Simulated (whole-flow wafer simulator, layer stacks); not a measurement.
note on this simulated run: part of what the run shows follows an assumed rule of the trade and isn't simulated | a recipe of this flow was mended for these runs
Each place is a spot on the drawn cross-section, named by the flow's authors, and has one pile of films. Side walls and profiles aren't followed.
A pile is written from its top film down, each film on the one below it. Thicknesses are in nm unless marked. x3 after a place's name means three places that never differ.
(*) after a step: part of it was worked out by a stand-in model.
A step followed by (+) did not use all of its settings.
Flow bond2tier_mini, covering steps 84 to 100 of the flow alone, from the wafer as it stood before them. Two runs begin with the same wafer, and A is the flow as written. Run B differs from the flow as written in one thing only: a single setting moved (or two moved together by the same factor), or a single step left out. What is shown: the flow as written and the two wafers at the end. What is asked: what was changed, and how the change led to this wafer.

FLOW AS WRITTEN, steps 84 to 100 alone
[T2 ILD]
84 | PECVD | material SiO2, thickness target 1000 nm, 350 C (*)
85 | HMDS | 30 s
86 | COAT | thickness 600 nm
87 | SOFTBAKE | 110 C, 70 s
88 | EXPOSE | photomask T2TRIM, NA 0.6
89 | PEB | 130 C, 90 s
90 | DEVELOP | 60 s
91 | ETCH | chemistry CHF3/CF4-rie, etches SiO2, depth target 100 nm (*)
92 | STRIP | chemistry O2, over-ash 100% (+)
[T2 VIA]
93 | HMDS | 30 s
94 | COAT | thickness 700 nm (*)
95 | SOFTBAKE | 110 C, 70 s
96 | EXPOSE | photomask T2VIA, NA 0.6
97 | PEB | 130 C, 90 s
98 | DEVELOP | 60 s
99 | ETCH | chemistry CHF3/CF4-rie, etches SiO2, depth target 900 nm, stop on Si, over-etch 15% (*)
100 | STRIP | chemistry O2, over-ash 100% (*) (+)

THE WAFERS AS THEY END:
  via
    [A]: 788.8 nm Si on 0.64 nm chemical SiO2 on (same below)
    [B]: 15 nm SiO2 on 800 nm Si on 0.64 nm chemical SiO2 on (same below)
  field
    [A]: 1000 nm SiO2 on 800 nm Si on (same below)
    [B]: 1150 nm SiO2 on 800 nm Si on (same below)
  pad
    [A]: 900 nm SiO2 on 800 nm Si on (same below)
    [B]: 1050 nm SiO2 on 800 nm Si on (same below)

The reason: step 84, PECVD: thickness target 1150 nm was run, while the flow as written has thickness target 1000 nm.
The wafer itself shows it: field has SiO2 1150, and step 84 as written asks for 1000 nm.

Step by step, how the change led to this:
  84 | PECVD | material SiO2, thickness target 1000 nm, 350 C (*)
      field, pad, via: A SiO2 gains 1000 (new film) | B SiO2 gains 1150 (new film)
  99 | ETCH | chemistry CHF3/CF4-rie, etches SiO2, depth target 900 nm, stop on Si, over-etch 15% (*)
      via: A SiO2 loses 900 (all of it), Si loses 11.2 | B SiO2 loses 1035
